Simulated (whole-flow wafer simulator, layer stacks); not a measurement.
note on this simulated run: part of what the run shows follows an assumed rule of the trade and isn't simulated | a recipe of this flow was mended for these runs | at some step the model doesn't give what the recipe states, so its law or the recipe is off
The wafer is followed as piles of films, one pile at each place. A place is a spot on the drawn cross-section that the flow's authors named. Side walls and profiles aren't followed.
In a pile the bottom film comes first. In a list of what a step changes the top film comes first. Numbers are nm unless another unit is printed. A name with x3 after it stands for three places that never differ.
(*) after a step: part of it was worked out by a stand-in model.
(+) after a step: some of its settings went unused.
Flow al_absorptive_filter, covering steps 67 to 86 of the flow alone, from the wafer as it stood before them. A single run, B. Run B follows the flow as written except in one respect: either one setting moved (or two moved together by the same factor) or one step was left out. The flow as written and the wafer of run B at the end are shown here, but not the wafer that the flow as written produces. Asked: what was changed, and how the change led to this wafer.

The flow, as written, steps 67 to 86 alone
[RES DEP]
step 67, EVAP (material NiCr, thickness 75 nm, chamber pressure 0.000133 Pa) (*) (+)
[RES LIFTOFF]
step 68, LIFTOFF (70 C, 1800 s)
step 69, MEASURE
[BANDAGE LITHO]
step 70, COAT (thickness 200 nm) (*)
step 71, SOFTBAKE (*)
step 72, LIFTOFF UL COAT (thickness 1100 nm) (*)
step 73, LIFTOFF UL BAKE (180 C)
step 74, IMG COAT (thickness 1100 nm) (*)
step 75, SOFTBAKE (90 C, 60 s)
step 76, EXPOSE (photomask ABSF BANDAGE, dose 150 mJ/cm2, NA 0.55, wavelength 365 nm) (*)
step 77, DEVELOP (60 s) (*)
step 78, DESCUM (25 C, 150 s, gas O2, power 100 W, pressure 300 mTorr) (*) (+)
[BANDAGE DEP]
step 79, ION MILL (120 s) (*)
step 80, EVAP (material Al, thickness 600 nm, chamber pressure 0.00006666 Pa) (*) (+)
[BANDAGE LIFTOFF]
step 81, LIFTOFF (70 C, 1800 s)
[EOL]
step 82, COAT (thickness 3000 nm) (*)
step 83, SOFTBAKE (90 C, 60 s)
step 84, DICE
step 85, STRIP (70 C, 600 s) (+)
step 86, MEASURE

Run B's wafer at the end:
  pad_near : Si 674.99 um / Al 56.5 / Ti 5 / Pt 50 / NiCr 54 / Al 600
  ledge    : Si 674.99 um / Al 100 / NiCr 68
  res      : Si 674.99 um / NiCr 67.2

The reason: step 67, EVAP: thickness 67.97 nm was run, while the flow as written has thickness 75 nm.
The wafer itself shows it: ledge has NiCr 68, and step 67 as written asks for 75 nm.

How this came from the change, step by step:
  step 67, EVAP (material NiCr, thickness 75 nm, chamber pressure 0.000133 Pa) (*) (+)
      gnd, pad_far, ledge and 9 more: +68 NiCr (new film) (it would be, as written: +75 NiCr (new film))
      pad_near: +67.3 NiCr (new film) (it would be, as written: +74.2 NiCr (new film))
      (and at 1 other place as well)
  step 68, LIFTOFF (70 C, 1800 s)
      xa_field, xl_land, idc_field: -68 NiCr (all of it), -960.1 i-line-resist (all of it), -1100 lift-off-underlayer (all of it), -200 acrylic-e-beam-resist (all of it) (it would be, as written: -75 NiCr (all of it), -960.1 i-line-resist (all of it), -1100 lift-off-underlayer (all of it), -200 acrylic-e-beam-resist (all of it))
      gnd: -68 NiCr (all of it), -959.5 i-line-resist (all of it), -1100.9 lift-off-underlayer (all of it), -200.6 acrylic-e-beam-resist (all of it) (it would be, as written: -75 NiCr (all of it), -959.5 i-line-resist (all of it), -1100.9 lift-off-underlayer (all of it), -200.6 acrylic-e-beam-resist (all of it))
      (and at 7 other places as well)
  step 83, SOFTBAKE (90 C, 60 s)
      ledge: -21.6 i-line-resist (it would be, as written: -22.2 i-line-resist)
      res: -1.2 i-line-resist (it would be, as written: -1.75 i-line-resist)
